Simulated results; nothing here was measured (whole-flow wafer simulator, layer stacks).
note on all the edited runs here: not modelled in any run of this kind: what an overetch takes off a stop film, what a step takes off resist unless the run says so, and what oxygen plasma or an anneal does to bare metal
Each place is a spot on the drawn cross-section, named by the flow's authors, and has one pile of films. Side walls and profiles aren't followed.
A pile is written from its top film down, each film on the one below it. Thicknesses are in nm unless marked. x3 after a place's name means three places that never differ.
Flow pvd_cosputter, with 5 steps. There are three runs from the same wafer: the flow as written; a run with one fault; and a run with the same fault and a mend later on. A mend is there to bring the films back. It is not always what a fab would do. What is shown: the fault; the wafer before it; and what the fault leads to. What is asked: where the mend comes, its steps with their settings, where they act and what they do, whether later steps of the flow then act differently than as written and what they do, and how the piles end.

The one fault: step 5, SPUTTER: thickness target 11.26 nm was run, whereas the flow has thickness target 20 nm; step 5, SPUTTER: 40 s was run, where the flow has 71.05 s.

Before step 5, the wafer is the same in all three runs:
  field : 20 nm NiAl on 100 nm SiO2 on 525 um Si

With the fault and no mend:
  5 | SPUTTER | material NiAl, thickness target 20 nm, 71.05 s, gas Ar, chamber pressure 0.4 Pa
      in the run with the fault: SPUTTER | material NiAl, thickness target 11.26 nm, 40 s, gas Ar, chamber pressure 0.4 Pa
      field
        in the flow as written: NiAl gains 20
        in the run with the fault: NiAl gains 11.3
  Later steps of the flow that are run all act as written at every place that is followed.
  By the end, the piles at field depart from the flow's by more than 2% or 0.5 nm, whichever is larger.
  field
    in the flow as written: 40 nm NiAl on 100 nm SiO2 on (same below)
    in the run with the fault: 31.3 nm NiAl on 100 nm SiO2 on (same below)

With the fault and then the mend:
  The mend stands after step 5.
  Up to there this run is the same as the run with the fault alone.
  5a | SPUTTER | material NiAl, thickness target 8.74 nm, 31.05 s, gas Ar, chamber pressure 0.4 Pa (a further turn of the flow's step 5, with different settings)
      field
        NiAl gains 8.74
  Later steps of the flow that are run all act as written at every place that is followed.
  The piles end the same as the flow's at every place that both follow.
